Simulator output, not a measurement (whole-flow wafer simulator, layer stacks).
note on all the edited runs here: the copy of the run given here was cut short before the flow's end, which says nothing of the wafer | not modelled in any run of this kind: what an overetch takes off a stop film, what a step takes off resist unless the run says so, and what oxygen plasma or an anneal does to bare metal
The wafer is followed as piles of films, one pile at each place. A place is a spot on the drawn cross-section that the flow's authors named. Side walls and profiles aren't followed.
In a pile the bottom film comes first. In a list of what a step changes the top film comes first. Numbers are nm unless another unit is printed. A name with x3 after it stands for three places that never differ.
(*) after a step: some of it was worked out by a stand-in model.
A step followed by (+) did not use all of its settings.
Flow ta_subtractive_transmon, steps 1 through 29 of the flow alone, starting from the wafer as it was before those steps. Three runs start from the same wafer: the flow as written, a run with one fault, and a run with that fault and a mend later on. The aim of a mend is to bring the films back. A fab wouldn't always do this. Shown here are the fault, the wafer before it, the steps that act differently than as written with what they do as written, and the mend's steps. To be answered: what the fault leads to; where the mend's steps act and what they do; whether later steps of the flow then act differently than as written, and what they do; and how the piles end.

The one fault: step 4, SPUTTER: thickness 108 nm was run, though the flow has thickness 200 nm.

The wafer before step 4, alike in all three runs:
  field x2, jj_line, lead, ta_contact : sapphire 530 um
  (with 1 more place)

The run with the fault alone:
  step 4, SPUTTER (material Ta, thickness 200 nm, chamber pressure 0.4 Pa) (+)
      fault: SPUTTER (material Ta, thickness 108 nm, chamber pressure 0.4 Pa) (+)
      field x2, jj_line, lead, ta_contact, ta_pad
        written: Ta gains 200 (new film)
        fault: Ta gains 108 (new film)
  Steps further on in the flow that do not act as written:
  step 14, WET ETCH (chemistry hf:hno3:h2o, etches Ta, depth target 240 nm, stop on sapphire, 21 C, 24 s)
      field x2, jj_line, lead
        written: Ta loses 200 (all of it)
        fault: Ta loses 108 (all of it)
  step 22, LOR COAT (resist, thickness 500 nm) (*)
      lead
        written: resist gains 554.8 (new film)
        fault: resist gains 530.6 (new film)
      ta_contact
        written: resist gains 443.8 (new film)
        fault: resist gains 468.4 (new film)
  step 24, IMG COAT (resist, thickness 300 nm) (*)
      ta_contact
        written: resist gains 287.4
        fault: resist gains 293.4
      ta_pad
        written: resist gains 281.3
        fault: resist gains 289.7
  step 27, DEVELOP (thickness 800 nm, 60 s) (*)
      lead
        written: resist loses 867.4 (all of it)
        fault: resist loses 837.3 (all of it)
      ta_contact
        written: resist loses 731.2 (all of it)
        fault: resist loses 761.8 (all of it)
  By the end, the piles at ta_contact, ta_pad depart from the flow's by more than 2% or 0.5 nm, whichever is larger.
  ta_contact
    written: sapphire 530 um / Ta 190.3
    fault: sapphire 530 um / Ta 98.3
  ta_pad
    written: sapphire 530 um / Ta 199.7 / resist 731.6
    fault: sapphire 530 um / Ta 107.7 / resist 746.5

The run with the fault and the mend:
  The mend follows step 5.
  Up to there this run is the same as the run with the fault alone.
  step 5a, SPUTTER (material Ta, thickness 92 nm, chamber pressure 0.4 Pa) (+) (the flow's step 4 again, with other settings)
      field x2, jj_line, lead, ta_contact, ta_pad
        Ta gains 92
  Every later step of the flow that is run acts as written at every place that is followed.
  At every place that both follow, the piles at the end match the flow's.
